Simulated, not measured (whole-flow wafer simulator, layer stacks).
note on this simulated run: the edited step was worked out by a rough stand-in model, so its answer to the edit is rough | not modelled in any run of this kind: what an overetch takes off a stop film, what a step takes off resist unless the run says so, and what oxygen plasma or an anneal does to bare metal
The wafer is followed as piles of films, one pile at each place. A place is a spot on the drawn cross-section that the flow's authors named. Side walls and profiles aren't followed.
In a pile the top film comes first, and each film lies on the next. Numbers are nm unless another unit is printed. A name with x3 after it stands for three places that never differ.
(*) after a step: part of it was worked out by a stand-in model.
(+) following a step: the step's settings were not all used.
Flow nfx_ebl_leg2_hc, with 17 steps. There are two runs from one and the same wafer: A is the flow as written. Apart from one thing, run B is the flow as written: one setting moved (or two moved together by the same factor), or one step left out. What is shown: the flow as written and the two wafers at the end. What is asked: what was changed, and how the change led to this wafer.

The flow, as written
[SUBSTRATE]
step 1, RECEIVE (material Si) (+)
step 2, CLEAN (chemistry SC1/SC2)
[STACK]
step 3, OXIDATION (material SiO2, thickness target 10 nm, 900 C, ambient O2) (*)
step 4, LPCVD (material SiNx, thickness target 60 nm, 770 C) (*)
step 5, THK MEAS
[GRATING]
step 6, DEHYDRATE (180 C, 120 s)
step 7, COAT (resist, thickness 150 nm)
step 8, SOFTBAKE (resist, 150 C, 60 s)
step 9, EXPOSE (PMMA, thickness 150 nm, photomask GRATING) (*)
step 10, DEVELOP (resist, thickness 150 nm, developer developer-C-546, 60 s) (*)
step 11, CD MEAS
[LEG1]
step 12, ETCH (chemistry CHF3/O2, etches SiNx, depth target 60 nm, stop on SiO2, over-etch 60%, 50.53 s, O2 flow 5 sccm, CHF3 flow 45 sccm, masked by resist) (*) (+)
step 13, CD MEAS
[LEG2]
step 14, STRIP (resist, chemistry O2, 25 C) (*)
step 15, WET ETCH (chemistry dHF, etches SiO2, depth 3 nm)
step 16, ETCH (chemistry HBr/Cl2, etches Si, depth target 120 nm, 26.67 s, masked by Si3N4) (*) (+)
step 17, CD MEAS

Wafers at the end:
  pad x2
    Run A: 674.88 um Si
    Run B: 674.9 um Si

The reason: step 16, ETCH: depth target 96 nm was run, though the flow has depth target 120 nm.

Step by step, how the change led to this:
  step 16, ETCH (chemistry HBr/Cl2, etches Si, depth target 120 nm, 26.67 s, masked by Si3N4) (*) (+)
      pad x2: A Si loses 120 | B Si loses 96
